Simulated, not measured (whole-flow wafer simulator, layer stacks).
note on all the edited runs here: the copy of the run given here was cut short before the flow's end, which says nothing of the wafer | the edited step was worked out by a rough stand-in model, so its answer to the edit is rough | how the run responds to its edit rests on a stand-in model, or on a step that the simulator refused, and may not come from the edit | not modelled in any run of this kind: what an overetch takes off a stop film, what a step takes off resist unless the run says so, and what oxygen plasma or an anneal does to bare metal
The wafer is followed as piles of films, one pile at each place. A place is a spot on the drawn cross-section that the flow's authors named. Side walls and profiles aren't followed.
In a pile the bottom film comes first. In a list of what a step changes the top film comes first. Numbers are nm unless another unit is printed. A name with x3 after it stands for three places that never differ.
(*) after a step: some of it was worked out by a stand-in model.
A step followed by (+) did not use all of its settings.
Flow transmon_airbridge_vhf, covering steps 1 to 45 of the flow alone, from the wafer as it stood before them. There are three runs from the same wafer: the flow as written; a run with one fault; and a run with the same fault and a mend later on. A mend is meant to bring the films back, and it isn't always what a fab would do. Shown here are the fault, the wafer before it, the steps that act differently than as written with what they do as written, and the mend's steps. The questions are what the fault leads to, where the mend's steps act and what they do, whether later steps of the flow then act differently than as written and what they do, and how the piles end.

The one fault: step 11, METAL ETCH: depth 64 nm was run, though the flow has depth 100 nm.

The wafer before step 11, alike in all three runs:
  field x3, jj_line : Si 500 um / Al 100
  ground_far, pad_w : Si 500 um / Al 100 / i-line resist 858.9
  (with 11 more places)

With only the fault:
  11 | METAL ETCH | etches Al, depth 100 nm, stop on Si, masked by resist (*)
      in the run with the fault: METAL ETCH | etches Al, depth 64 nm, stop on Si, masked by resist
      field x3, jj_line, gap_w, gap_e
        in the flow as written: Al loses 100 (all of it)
        in the run with the fault: Al loses 64
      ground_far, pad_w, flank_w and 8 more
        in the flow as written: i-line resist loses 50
        in the run with the fault: i-line resist loses 32
  Steps later in the flow that act otherwise than as written (14 more steps, not shown, differ only slightly: by at most 2% or 0.5 nm, whichever is larger):
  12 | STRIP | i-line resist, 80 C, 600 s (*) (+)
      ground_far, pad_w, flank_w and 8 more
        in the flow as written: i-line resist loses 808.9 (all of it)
        in the run with the fault: i-line resist loses 826.9 (all of it)
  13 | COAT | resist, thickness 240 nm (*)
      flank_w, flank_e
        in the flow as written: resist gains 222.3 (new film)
        in the run with the fault: resist gains 228.2 (new film)
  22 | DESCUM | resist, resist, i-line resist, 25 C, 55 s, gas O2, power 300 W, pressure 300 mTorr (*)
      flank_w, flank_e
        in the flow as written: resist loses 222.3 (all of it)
        in the run with the fault: resist loses 228.2 (all of it)
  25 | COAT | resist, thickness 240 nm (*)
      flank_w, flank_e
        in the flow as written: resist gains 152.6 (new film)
        in the run with the fault: resist gains 156.5 (new film)
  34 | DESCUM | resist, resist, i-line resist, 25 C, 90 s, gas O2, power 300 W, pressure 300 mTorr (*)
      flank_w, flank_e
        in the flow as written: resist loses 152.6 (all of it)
        in the run with the fault: resist loses 156.5 (all of it)
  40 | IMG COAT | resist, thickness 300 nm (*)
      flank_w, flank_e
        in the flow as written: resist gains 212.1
        in the run with the fault: resist gains 217.8
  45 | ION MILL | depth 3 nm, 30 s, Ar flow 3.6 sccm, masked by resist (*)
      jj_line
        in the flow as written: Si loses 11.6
        in the run with the fault: Al loses 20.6
  By the end, the piles at field x3, jj_line, gap_w, gap_e depart from the flow's by more than 2% or 0.5 nm, whichever is larger.
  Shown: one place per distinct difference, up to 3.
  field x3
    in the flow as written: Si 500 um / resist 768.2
    in the run with the fault: Si 500 um / Al 36 / resist 768.2
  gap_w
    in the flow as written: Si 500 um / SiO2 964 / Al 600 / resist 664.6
    in the run with the fault: Si 500 um / Al 36 / SiO2 964 / Al 600 / resist 654.7
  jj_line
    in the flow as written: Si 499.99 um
    in the run with the fault: Si 500 um / Al 15.4

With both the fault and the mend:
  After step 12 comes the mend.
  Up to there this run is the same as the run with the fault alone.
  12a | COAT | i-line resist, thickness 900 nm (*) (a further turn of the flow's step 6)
      field x3, jj_line, trace_open_s x2, margin_s, bridge_strip, margin_n
        i-line resist gains 900 (new film)
      pad_w, pad_e
        i-line resist gains 892.1 (new film)
      flank_w, flank_e
        i-line resist gains 885 (new film)
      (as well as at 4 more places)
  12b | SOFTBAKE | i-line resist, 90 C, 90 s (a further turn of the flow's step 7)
      flank_w, flank_e
        i-line resist loses 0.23
      gap_w, gap_e
        i-line resist gains 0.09
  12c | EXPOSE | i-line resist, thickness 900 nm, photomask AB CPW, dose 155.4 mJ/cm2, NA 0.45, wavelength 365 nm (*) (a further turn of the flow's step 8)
      does not change any film at any place that is followed
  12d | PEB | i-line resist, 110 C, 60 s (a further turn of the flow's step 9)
      field x3, jj_line, trace_open_s x2, margin_s, bridge_strip, margin_n
        i-line resist loses 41
      pad_w, pad_e
        i-line resist loses 40.7
      flank_w, flank_e
        i-line resist loses 40.3
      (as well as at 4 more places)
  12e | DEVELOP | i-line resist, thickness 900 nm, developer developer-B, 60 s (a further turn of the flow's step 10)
      pad_w, pad_e, trace_open_s x2, margin_s, bridge_strip, margin_n
        i-line resist loses 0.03
      field x3, jj_line
        i-line resist loses 859 (all of it)
      gap_w, gap_e
        i-line resist loses 892.4 (all of it)
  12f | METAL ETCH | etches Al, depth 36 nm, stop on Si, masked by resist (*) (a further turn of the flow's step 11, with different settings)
      ground_far, pad_w, flank_w and 8 more
        i-line resist loses 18
      field x3, jj_line, gap_w, gap_e
        Al loses 36 (all of it)
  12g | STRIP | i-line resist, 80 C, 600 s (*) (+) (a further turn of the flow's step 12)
      trace_open_s x2, margin_s, bridge_strip, margin_n
        i-line resist loses 840.9 (all of it)
      pad_w, pad_e
        i-line resist loses 833.4 (all of it)
      flank_w, flank_e
        i-line resist loses 826.4 (all of it)
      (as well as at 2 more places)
  Later steps of the flow that are run all act as written at every place that is followed.
  At every place that both follow, the piles at the end match the flow's.
